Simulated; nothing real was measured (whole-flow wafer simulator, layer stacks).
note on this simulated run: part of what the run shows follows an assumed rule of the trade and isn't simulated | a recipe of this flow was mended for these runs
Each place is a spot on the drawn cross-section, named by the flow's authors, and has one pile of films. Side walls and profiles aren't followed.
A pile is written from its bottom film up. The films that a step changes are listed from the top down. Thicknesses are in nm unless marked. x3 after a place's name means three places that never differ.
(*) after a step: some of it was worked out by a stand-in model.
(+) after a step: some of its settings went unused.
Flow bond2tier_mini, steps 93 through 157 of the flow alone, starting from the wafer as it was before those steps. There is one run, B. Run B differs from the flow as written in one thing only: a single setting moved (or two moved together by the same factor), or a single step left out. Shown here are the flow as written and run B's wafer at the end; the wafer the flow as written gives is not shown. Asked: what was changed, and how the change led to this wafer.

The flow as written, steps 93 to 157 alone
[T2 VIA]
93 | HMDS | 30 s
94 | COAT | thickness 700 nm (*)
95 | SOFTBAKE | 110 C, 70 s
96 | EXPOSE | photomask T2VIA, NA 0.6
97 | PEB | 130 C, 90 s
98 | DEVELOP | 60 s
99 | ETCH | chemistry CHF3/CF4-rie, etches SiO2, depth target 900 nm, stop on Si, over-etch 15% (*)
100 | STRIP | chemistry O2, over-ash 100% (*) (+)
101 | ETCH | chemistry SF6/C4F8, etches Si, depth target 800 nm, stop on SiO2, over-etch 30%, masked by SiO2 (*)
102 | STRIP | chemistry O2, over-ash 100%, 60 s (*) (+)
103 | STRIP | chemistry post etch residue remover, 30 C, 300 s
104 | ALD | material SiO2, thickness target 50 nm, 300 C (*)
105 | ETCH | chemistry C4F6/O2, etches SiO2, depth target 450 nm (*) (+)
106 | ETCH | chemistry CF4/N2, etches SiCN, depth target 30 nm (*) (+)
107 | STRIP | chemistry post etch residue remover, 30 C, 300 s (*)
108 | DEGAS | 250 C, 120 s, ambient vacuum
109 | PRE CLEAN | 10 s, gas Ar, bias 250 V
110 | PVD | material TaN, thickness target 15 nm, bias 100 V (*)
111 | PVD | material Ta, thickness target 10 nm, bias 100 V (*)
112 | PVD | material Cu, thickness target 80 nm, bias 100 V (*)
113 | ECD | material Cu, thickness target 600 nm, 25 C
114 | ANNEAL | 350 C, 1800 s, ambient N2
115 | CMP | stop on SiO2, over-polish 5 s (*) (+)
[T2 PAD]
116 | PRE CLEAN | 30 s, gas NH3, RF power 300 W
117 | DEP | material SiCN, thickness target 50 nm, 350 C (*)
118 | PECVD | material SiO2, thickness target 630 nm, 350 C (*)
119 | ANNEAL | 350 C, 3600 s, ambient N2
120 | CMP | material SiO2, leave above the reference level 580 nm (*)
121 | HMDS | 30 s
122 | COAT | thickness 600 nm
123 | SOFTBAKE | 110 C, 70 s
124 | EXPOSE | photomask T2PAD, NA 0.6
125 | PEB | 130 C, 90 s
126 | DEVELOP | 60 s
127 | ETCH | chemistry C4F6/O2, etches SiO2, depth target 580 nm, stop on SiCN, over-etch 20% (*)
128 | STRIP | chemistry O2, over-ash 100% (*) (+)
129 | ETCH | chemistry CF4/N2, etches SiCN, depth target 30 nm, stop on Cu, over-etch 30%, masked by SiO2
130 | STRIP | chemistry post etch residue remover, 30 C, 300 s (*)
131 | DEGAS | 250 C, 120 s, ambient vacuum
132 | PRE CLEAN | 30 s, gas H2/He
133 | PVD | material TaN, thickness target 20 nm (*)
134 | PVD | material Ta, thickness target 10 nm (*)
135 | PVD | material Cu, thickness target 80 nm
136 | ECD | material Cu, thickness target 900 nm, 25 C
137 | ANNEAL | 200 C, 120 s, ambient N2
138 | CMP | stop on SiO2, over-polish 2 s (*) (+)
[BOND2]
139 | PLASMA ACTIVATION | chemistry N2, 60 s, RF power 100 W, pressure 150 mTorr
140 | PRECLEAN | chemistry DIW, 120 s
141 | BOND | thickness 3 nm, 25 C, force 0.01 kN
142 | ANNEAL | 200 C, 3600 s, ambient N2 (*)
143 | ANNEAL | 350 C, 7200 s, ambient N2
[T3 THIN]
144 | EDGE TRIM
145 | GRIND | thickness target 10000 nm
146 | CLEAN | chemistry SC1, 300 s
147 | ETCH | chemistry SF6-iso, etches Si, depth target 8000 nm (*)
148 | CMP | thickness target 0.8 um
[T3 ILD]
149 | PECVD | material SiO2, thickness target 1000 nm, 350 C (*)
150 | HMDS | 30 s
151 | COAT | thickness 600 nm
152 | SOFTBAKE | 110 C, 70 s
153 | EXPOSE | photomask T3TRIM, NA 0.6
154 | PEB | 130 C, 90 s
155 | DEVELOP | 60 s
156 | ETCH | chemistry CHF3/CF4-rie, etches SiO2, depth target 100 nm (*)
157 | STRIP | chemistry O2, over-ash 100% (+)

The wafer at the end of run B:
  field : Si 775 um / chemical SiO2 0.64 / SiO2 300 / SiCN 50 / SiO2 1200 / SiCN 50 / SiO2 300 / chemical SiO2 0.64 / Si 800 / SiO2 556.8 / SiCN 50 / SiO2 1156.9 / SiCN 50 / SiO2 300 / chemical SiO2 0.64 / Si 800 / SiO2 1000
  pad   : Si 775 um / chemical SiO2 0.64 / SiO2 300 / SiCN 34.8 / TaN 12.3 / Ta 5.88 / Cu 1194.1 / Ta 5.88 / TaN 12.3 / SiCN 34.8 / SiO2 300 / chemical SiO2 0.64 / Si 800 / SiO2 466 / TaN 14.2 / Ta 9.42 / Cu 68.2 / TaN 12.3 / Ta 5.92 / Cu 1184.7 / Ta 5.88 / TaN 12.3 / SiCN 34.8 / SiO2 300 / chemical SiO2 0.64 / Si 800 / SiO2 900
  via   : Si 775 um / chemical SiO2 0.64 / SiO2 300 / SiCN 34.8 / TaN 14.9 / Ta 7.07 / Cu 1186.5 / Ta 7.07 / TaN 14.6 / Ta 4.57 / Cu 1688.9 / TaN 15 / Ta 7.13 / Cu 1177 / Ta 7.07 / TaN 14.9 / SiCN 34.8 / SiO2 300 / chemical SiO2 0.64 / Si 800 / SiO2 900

What caused this: step 109, PRE CLEAN: bias 338 V was run, whereas the flow has bias 250 V.

Step by step, how the change led to this:
  109 | PRE CLEAN | 10 s, gas Ar, bias 250 V
      field, pad: -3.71 SiO2 (in the flow as written it would be: -3 SiO2)
      via: -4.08 TaN (in the flow as written it would be: -3.19 TaN)
